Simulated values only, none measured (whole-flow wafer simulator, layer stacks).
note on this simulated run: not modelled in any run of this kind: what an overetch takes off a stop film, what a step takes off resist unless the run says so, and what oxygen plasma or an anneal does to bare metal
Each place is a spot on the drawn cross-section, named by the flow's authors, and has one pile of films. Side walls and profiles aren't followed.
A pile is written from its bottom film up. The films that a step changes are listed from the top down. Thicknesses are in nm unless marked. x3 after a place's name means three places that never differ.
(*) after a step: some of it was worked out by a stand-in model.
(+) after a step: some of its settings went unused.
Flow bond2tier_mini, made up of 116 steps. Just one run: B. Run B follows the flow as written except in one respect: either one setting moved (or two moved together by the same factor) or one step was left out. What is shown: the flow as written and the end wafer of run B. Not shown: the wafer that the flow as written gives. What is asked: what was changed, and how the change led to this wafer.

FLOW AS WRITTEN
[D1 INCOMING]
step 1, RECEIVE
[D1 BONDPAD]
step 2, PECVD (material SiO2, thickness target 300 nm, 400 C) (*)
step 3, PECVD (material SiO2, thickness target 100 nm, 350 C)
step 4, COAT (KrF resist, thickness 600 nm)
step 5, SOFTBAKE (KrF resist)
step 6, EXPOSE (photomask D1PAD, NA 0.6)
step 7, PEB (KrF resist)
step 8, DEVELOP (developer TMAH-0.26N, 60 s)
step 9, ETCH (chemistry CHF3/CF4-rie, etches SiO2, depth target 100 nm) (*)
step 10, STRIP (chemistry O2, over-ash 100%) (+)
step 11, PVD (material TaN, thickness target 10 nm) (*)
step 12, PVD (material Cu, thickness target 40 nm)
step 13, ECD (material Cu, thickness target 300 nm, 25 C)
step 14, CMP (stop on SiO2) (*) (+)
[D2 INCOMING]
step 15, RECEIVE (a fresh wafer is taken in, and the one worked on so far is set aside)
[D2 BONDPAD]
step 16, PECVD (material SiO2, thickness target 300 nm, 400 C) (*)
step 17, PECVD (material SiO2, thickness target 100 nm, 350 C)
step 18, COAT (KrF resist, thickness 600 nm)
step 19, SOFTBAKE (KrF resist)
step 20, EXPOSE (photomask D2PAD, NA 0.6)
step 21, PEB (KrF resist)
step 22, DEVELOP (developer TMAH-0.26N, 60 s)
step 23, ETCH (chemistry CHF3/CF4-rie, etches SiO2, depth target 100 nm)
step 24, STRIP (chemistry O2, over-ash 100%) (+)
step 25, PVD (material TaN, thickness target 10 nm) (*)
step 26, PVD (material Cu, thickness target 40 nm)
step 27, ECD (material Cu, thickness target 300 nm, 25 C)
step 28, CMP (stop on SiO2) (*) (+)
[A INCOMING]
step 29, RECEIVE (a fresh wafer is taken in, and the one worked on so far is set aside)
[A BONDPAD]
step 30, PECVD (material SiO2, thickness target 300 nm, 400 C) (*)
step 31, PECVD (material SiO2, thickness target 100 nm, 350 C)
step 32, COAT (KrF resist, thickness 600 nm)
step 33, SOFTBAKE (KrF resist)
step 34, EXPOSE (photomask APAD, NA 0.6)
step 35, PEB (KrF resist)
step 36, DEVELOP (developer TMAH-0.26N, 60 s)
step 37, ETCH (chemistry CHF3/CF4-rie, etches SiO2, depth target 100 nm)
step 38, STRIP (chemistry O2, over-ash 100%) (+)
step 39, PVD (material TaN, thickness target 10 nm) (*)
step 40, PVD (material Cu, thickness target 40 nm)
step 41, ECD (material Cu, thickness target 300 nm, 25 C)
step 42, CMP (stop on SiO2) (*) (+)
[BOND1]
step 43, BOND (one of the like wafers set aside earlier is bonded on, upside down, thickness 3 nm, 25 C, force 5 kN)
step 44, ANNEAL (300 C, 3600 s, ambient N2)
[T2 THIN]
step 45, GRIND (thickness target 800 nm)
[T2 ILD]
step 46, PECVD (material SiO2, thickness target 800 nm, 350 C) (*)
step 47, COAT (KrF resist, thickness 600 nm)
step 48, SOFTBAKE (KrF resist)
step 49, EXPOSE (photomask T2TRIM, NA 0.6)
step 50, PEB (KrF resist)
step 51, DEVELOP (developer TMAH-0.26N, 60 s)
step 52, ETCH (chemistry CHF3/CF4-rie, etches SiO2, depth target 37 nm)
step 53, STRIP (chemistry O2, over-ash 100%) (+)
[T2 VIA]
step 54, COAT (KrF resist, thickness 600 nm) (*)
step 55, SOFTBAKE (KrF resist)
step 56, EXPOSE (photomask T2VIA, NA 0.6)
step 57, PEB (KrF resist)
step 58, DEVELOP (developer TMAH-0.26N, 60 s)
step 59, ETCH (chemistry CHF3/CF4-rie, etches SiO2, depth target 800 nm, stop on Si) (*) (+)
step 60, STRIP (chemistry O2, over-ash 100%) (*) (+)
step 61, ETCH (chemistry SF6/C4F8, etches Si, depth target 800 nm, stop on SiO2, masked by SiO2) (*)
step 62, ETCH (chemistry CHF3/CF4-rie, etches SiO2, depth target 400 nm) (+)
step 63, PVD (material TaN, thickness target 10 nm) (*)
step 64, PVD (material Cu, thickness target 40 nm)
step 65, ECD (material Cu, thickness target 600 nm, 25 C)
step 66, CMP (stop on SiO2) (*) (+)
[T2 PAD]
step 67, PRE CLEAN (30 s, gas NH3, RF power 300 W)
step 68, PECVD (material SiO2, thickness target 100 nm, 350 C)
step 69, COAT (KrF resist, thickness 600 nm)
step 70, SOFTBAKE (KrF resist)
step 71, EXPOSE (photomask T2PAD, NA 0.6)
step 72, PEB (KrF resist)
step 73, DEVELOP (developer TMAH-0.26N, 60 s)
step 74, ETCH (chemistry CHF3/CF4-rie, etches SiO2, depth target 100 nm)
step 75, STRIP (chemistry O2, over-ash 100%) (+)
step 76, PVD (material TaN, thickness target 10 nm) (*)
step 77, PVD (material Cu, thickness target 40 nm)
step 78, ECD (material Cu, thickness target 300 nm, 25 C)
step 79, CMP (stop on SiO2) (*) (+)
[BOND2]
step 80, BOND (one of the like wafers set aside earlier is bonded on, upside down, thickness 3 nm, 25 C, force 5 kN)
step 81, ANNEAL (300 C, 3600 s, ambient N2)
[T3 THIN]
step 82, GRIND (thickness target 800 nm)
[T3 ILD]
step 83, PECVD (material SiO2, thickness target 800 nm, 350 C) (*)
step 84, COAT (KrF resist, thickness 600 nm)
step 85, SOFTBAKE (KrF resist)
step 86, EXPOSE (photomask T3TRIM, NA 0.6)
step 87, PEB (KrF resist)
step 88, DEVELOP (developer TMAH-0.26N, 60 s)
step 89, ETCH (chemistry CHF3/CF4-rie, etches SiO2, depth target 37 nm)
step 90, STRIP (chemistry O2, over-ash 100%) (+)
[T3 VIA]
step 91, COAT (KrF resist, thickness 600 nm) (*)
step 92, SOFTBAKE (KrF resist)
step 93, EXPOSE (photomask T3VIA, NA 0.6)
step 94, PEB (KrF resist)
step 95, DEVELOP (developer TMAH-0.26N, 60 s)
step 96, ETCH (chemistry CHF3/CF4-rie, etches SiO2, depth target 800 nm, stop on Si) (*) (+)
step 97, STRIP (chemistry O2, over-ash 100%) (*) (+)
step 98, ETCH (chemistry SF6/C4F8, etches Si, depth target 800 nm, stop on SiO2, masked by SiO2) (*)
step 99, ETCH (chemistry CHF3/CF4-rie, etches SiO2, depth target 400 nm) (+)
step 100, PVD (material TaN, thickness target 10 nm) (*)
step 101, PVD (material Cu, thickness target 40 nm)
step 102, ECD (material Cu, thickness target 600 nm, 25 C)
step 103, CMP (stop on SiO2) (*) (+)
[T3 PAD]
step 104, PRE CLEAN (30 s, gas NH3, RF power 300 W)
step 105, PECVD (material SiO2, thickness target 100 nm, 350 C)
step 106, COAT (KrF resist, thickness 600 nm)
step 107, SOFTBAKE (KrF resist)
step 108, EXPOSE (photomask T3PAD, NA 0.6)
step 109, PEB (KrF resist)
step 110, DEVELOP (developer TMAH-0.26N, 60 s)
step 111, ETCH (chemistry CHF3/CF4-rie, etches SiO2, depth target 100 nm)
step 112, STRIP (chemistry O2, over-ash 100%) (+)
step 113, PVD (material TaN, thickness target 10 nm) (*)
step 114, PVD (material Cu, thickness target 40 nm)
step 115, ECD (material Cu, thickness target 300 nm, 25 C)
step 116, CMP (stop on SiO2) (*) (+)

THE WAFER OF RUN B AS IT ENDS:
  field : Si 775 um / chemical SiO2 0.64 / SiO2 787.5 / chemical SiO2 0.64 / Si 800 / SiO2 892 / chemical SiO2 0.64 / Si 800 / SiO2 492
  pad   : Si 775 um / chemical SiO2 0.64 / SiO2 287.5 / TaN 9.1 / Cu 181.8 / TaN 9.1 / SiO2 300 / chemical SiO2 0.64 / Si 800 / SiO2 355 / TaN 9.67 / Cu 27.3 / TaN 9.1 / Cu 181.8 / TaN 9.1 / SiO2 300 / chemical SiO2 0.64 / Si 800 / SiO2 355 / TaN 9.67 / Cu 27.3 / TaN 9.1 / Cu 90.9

What caused this: step 31, PECVD: thickness target 87.5 nm was run, whereas the flow has thickness target 100 nm.

The path from the change to this, step by step:
  step 31, PECVD (material SiO2, thickness target 100 nm, 350 C)
      field, pad, via: SiO2 gains 87.5 (it would be, as written: SiO2 gains 100)
